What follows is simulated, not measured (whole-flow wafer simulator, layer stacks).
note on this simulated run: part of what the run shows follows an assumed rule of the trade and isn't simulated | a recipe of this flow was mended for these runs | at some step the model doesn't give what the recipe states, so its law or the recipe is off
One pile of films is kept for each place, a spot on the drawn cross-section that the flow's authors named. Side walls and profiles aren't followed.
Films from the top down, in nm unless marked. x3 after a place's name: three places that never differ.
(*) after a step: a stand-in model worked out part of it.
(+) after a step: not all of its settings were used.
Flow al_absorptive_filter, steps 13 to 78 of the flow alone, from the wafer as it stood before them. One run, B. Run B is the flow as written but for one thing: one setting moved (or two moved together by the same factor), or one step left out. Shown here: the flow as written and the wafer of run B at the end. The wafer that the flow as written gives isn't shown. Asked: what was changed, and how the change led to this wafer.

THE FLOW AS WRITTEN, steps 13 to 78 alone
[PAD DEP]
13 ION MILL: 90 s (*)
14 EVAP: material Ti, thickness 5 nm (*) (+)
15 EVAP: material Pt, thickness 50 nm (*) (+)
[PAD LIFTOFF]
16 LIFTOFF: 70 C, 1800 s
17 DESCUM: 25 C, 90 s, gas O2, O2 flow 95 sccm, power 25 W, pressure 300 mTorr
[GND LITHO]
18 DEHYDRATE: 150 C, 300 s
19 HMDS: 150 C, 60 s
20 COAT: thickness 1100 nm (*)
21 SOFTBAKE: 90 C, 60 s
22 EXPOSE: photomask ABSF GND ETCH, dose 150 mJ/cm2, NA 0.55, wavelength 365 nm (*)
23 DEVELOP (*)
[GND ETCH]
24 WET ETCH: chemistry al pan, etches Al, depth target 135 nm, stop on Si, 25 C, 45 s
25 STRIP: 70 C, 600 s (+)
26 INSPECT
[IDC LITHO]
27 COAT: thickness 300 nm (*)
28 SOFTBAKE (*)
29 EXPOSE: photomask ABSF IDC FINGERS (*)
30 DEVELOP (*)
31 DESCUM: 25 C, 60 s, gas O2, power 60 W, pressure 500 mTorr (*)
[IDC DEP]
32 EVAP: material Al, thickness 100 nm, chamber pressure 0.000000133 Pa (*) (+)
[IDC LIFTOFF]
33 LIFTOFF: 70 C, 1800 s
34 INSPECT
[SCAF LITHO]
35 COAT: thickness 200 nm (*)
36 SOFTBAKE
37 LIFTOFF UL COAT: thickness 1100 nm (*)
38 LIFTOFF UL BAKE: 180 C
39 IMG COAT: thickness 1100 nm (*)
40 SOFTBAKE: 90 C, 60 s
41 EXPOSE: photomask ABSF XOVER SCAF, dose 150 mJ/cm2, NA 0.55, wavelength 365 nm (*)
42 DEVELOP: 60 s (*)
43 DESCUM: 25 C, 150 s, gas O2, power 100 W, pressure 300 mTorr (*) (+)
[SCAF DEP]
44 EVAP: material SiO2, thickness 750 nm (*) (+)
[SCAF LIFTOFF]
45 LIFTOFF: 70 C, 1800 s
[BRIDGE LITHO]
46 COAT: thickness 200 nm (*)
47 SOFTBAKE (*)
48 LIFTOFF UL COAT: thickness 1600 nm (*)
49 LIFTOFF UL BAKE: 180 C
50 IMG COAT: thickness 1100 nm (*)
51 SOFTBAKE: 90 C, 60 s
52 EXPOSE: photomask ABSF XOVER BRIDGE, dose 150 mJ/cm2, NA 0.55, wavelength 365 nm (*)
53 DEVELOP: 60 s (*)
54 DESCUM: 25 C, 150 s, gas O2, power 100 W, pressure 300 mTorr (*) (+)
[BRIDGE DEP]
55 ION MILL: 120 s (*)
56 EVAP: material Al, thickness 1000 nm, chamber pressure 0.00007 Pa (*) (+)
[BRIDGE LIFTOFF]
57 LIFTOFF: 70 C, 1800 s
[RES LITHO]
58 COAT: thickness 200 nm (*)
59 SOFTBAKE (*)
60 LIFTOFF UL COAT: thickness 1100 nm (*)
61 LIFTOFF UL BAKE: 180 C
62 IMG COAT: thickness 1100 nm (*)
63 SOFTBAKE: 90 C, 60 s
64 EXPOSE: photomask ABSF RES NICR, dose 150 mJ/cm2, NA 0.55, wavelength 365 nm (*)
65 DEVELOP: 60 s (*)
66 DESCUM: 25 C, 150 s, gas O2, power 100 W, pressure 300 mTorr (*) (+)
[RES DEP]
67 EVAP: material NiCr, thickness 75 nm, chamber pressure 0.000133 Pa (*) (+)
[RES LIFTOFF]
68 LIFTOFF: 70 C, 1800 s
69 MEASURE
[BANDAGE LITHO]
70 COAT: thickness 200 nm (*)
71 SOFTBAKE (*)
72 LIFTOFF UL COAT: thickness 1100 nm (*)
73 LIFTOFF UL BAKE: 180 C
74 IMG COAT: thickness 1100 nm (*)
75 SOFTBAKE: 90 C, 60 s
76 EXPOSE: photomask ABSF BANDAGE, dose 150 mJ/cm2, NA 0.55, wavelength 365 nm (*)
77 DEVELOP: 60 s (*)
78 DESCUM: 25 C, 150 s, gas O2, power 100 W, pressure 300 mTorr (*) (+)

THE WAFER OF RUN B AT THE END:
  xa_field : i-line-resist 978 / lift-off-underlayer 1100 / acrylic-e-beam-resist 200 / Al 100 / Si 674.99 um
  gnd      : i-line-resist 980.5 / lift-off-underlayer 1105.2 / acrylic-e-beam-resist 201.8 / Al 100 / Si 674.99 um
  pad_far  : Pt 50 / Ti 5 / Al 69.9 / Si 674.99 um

The cause: step 13, ION MILL: 50 s was run, where the flow has 90 s.

How the change led to this, step by step:
  13 ION MILL: 90 s (*)
      gnd, ledge, res and 9 more: i-line-resist -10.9 (as written it would be: i-line-resist -19.6)
      pad_far, pad_near: Al -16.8 (as written it would be: Al -30.2)
  35 COAT: thickness 200 nm (*)
      ledge: acrylic-e-beam-resist +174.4 (new film) (as written it would be: acrylic-e-beam-resist +169.8 (new film))
  45 LIFTOFF: 70 C, 1800 s
      ledge: SiO2 -750 (all of it), i-line-resist -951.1 (all of it), lift-off-underlayer -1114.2 (all of it), acrylic-e-beam-resist -174.4 (all of it) (as written it would be: SiO2 -750 (all of it), i-line-resist -952.1 (all of it), lift-off-underlayer -1114 (all of it), acrylic-e-beam-resist -169.8 (all of it))
  46 COAT: thickness 200 nm (*)
      ledge: acrylic-e-beam-resist +174.4 (new film) (as written it would be: acrylic-e-beam-resist +169.8 (new film))
  57 LIFTOFF: 70 C, 1800 s
      ledge: Al -1000 (all of it), i-line-resist -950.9 (all of it), lift-off-underlayer -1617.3 (all of it), acrylic-e-beam-resist -174.4 (all of it) (as written it would be: Al -1000 (all of it), i-line-resist -951.7 (all of it), lift-off-underlayer -1617.2 (all of it), acrylic-e-beam-resist -169.8 (all of it))
  58 COAT: thickness 200 nm (*)
      ledge: acrylic-e-beam-resist +174.4 (new film) (as written it would be: acrylic-e-beam-resist +169.8 (new film))
  66 DESCUM: 25 C, 150 s, gas O2, power 100 W, pressure 300 mTorr (*) (+)
      ledge: acrylic-e-beam-resist -174.4 (all of it) (as written it would be: acrylic-e-beam-resist -169.8 (all of it))
  70 COAT: thickness 200 nm (*)
      ledge: acrylic-e-beam-resist +171.4 (new film) (as written it would be: acrylic-e-beam-resist +167 (new film))
